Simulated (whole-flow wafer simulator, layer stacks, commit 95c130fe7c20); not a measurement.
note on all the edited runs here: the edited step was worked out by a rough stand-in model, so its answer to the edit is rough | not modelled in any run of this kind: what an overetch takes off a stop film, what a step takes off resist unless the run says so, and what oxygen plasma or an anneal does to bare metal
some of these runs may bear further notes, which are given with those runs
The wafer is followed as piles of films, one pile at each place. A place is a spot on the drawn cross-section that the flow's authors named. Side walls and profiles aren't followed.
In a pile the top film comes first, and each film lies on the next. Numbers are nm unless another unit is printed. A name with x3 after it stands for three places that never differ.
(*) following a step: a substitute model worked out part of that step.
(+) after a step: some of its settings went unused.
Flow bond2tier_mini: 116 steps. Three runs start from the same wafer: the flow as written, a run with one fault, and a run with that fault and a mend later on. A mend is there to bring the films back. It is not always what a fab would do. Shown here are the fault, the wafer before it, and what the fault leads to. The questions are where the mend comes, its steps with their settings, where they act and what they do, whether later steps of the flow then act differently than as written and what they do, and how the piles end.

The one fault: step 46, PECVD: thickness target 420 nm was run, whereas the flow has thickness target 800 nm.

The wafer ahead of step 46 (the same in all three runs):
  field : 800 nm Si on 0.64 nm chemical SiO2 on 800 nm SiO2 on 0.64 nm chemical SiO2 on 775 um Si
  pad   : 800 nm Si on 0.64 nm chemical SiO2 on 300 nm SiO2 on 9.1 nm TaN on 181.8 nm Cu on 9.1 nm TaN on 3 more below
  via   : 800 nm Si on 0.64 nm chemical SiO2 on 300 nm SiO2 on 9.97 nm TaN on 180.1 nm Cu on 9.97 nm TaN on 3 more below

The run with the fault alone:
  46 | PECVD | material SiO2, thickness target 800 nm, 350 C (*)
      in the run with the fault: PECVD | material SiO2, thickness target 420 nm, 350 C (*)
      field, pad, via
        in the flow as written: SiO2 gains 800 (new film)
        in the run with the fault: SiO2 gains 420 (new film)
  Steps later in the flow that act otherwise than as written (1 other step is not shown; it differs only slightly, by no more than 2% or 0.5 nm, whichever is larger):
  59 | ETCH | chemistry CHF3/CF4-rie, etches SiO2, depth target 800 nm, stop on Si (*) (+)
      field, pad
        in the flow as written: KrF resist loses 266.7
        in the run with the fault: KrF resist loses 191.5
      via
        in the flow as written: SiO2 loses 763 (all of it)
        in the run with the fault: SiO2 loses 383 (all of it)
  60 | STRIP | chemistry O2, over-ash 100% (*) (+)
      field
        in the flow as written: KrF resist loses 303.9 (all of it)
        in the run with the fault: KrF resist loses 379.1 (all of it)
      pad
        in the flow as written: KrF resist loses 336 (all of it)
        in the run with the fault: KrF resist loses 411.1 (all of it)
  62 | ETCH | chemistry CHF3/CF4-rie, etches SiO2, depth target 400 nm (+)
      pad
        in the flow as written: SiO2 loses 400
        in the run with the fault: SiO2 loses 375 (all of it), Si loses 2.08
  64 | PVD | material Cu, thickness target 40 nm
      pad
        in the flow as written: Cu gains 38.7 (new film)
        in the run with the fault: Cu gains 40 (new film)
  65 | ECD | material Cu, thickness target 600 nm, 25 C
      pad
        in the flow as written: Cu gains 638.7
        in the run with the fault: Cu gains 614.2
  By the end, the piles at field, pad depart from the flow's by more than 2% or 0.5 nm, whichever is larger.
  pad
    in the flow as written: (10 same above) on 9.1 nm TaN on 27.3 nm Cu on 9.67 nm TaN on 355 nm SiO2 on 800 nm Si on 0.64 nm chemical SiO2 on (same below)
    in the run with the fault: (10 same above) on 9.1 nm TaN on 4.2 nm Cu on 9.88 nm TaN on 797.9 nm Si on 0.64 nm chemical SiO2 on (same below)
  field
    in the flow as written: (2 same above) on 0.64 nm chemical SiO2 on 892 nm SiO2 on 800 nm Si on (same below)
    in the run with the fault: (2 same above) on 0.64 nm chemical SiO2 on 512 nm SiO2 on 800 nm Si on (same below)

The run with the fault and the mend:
  After step 51 comes the mend.
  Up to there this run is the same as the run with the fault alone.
  51a | STRIP | chemistry O2, over-ash 100% (+)
      field
        KrF resist loses 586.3 (all of it)
  51b | PECVD | material SiO2, thickness target 380 nm, 350 C (*) (a further turn of the flow's step 46, with different settings)
      field, pad, via
        SiO2 gains 380
  51c | COAT | KrF resist, thickness 600 nm (a further turn of the flow's step 47)
      field, pad, via
        KrF resist gains 600 (new film)
  51d | SOFTBAKE | KrF resist (a further turn of the flow's step 48)
      leaves every film unchanged at each place that is followed
  51e | EXPOSE | photomask T2TRIM, NA 0.6 (a further turn of the flow's step 49)
      leaves every film unchanged at each place that is followed
  51f | PEB | KrF resist (a further turn of the flow's step 50)
      leaves every film unchanged at each place that is followed
  51g | DEVELOP | developer TMAH-0.26N, 60 s (a further turn of the flow's step 51)
      pad, via
        KrF resist loses 600 (all of it)
      field
        KrF resist loses 13.7
  Every later step of the flow that is run acts as written at every place that is followed.
  At every place that both follow, the piles at the end match the flow's.
